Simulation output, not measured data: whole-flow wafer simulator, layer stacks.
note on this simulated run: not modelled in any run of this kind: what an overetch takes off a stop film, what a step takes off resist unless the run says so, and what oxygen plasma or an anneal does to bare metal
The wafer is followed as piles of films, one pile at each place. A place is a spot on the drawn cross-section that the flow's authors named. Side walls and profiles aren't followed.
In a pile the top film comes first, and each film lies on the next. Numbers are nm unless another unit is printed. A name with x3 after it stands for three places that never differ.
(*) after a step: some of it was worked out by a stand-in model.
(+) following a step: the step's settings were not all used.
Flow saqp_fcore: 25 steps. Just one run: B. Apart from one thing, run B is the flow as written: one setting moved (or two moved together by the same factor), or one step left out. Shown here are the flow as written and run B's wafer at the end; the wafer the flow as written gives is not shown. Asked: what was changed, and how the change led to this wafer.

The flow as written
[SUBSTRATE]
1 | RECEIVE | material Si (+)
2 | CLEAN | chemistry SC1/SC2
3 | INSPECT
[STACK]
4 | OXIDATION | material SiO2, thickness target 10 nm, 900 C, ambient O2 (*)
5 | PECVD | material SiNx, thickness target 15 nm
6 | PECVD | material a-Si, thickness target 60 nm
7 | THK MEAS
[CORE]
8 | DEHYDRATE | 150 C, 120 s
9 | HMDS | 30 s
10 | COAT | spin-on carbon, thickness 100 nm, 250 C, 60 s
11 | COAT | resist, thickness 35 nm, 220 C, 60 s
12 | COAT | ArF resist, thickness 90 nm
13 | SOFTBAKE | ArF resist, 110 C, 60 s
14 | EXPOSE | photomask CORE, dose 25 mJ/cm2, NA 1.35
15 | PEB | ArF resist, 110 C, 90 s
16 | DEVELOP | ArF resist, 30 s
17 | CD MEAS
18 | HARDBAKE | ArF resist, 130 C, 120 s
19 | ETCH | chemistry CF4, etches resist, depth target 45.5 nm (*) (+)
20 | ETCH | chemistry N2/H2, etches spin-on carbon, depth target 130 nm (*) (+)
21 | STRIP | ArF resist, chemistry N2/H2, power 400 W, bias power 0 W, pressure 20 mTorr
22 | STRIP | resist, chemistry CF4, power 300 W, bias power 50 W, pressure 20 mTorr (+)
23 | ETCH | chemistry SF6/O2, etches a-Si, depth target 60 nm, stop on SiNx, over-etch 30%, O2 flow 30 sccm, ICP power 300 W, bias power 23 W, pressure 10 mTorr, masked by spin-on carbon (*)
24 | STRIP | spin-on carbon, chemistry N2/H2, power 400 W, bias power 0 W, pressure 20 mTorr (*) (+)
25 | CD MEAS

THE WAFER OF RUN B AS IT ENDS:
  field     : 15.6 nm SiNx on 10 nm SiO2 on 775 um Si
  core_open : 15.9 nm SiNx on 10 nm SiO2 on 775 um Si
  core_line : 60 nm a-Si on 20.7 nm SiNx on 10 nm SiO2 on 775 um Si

What caused this: step 5, PECVD: thickness target 20.7 nm was run, though the flow has thickness target 15 nm.
The wafer itself shows it: core_line has SiNx 20.7, and step 5 as written asks for 15 nm.

The path from the change to this, step by step:
  5 | PECVD | material SiNx, thickness target 15 nm
      field, core_open, core_line: +20.7 SiNx (new film) (it would be, as written: +15 SiNx (new film))
